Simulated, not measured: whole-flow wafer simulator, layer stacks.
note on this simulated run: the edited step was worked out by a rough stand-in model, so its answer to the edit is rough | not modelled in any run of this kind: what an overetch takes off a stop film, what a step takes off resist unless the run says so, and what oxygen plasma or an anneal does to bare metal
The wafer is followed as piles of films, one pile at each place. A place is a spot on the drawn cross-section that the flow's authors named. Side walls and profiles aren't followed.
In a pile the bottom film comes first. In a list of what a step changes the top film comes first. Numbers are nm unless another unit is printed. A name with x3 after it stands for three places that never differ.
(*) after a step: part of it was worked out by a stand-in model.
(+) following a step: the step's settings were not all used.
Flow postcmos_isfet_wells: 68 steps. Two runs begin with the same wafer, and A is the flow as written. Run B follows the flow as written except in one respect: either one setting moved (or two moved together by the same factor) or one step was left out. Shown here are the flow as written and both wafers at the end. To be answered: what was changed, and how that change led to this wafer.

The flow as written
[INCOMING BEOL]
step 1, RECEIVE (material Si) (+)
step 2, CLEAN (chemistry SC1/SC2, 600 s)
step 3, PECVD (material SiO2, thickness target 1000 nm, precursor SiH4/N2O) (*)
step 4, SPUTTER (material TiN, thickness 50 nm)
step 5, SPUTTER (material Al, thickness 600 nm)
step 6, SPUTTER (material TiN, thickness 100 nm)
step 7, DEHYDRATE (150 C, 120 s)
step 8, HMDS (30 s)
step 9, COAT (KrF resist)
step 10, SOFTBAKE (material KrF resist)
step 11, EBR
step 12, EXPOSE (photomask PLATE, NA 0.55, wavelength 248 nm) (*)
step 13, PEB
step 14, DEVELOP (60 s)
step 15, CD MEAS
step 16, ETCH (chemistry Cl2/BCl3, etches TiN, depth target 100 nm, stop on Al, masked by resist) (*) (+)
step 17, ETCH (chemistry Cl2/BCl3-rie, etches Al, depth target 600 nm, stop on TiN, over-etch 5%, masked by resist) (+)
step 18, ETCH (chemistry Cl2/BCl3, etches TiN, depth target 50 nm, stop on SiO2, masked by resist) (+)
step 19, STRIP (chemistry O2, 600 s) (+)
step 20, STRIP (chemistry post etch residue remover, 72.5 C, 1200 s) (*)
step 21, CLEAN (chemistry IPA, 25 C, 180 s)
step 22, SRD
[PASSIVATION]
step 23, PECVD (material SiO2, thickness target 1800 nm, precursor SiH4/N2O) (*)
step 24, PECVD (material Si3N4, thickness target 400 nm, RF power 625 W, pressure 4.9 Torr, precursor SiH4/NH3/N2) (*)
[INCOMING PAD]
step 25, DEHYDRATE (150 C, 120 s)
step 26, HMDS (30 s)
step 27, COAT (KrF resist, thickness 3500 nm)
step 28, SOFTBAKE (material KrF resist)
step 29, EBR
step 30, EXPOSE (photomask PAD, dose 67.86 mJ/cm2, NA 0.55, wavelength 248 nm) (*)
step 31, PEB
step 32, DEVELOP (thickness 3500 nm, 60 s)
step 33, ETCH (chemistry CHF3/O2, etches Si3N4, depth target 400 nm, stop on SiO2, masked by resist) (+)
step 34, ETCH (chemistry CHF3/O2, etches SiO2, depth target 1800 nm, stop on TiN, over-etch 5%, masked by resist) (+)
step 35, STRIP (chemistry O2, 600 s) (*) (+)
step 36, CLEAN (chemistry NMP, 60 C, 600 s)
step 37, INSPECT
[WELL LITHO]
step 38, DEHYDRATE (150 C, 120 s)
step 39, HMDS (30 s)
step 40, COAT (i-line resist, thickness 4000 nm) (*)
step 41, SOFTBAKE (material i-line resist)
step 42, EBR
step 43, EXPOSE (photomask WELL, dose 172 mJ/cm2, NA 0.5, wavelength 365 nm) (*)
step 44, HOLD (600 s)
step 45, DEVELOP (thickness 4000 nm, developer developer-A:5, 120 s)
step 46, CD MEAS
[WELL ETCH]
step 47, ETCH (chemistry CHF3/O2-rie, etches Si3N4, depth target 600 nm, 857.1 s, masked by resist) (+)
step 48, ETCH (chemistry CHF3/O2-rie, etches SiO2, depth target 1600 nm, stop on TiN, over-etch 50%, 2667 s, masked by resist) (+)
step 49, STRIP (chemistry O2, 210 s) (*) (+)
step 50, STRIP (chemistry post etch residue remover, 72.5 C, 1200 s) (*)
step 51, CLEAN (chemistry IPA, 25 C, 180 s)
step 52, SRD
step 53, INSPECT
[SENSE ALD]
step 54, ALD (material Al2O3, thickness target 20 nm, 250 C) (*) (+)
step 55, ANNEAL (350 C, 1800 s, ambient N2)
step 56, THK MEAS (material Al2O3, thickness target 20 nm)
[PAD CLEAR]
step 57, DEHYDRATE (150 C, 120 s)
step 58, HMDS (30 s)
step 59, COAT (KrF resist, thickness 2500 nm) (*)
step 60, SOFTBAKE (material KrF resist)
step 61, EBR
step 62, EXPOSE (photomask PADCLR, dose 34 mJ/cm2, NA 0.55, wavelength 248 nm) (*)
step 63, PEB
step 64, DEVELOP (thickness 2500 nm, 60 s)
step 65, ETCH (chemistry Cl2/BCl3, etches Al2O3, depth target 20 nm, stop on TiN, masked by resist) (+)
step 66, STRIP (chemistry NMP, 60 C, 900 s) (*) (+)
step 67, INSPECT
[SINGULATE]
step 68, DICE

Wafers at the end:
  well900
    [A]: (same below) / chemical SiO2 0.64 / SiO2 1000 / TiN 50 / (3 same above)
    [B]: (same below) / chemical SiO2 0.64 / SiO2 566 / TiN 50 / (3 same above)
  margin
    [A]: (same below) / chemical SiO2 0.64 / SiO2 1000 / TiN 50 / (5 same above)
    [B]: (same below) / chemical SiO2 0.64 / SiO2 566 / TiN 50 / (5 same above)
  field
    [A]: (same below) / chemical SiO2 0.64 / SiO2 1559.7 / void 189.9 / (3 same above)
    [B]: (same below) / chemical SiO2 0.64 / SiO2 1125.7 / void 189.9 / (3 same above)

What caused this: step 3, PECVD: thickness target 566 nm was run, while the flow as written has thickness target 1000 nm.
The wafer lets one read it off: well900 has SiO2 566, and step 3 as written asks for 1000 nm.

The path from the change to this, step by step:
  step 3, PECVD (material SiO2, thickness target 1000 nm, precursor SiH4/N2O) (*)
      field, margin, well900, well1300 x3, pad_rim, pad_clr, pad_open: A SiO2 gains 1000 (new film) | B SiO2 gains 566 (new film)
